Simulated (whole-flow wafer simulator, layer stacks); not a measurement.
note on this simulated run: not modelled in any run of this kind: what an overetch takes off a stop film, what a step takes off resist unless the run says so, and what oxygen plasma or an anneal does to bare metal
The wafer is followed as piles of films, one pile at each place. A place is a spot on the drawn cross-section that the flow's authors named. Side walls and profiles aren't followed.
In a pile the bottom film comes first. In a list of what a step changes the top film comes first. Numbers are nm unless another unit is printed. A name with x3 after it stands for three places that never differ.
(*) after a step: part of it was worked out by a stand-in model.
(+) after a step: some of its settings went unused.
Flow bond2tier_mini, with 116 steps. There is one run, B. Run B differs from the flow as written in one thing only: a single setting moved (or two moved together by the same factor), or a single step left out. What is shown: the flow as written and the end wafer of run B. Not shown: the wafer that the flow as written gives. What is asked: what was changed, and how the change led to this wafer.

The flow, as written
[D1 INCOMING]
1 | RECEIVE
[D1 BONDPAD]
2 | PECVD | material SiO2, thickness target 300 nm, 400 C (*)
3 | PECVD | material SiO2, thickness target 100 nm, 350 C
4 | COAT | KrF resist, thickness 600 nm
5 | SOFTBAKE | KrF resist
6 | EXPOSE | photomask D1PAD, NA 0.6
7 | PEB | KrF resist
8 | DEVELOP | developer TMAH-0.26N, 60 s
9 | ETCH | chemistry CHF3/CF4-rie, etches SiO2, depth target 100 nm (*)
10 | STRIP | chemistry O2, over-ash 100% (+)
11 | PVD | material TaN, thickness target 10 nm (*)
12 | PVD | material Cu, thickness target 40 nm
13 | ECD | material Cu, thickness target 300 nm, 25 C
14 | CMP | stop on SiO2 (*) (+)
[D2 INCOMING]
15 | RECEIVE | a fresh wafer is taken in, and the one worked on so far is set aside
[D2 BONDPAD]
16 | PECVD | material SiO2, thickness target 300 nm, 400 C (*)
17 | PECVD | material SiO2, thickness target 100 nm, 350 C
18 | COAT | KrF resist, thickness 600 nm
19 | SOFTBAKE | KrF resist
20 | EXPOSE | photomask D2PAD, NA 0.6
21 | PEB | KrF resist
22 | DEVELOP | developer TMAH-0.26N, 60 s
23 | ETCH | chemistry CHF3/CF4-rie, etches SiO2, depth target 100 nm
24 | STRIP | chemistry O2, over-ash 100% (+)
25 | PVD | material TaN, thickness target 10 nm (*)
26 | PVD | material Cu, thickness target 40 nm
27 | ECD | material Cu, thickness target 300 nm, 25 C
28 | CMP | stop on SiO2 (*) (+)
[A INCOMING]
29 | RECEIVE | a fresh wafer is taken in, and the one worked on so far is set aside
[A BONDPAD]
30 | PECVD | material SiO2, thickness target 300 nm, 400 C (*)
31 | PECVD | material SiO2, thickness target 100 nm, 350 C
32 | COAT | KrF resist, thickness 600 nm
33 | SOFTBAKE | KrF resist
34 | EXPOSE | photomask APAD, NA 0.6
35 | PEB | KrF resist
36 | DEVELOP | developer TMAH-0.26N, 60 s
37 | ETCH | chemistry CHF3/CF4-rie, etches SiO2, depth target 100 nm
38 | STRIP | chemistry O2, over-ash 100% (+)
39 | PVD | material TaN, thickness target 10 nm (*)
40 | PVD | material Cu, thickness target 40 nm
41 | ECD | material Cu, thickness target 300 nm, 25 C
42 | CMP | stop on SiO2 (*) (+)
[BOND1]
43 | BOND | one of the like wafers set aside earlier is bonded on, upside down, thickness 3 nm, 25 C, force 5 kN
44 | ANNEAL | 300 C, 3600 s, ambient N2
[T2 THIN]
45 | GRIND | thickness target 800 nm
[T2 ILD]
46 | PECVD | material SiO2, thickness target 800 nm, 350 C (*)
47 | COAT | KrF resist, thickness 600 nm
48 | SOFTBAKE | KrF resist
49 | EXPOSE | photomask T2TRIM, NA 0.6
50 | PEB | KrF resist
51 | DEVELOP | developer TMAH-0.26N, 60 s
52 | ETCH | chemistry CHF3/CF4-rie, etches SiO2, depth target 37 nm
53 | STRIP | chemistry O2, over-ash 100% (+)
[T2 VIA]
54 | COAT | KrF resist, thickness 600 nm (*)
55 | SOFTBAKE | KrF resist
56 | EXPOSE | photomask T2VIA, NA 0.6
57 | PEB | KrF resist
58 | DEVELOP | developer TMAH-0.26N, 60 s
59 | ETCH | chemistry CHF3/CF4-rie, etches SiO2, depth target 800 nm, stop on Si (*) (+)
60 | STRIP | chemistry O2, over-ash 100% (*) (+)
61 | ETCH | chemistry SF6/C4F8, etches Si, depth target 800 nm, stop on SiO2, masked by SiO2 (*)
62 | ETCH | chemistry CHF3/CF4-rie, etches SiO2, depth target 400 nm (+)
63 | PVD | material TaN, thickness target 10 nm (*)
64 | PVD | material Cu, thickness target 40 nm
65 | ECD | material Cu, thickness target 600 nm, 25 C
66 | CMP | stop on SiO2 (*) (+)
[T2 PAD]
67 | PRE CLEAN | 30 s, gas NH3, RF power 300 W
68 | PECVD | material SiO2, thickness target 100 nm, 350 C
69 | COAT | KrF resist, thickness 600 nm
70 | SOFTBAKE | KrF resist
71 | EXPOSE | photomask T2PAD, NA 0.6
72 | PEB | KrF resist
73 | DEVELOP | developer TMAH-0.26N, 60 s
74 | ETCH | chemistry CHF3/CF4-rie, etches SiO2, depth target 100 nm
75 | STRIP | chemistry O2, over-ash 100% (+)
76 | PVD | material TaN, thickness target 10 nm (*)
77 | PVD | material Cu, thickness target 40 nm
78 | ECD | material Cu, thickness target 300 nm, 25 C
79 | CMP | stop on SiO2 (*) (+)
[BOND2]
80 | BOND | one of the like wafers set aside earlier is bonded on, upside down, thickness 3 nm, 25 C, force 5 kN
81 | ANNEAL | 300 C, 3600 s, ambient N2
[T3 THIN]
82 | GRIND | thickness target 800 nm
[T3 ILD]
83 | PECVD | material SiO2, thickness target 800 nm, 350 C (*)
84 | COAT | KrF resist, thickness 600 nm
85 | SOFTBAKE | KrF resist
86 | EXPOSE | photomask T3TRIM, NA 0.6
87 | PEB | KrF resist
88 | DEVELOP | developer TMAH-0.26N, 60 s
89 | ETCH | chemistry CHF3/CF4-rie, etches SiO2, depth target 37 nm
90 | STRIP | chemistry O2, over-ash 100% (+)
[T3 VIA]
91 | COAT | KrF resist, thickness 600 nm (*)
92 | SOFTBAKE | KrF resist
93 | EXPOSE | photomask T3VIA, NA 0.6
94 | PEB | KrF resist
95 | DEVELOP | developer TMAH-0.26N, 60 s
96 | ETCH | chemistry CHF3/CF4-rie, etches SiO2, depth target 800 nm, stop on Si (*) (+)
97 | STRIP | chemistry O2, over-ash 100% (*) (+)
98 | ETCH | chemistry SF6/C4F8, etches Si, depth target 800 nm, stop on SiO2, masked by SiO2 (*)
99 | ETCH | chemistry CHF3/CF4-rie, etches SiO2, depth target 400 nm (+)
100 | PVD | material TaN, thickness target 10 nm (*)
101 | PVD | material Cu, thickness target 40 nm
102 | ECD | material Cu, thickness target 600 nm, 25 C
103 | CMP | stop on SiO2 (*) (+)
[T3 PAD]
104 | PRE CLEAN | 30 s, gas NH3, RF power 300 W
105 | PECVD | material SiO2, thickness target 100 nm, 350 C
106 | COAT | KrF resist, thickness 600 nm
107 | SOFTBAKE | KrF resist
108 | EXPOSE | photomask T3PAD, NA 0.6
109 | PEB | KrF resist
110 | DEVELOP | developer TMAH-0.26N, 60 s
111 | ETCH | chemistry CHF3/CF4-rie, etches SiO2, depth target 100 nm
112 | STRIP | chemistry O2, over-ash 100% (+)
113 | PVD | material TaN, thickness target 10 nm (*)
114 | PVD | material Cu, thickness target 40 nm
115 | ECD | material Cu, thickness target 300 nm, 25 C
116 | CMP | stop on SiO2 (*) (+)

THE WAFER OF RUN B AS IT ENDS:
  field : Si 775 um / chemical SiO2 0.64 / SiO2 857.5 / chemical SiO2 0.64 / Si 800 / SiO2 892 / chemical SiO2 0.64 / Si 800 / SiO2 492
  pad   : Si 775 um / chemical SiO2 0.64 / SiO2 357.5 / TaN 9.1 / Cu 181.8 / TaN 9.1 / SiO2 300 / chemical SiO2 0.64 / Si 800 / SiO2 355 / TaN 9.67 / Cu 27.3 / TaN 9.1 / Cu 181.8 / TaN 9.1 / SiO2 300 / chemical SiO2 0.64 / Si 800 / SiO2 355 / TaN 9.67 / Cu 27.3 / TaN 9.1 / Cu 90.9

Cause: step 31, PECVD: thickness target 157.5 nm was run, while the flow as written has thickness target 100 nm.

The path from the change to this, step by step:
  31 | PECVD | material SiO2, thickness target 100 nm, 350 C
      field, pad, via: +157.5 SiO2 (it would be, as written: +100 SiO2)
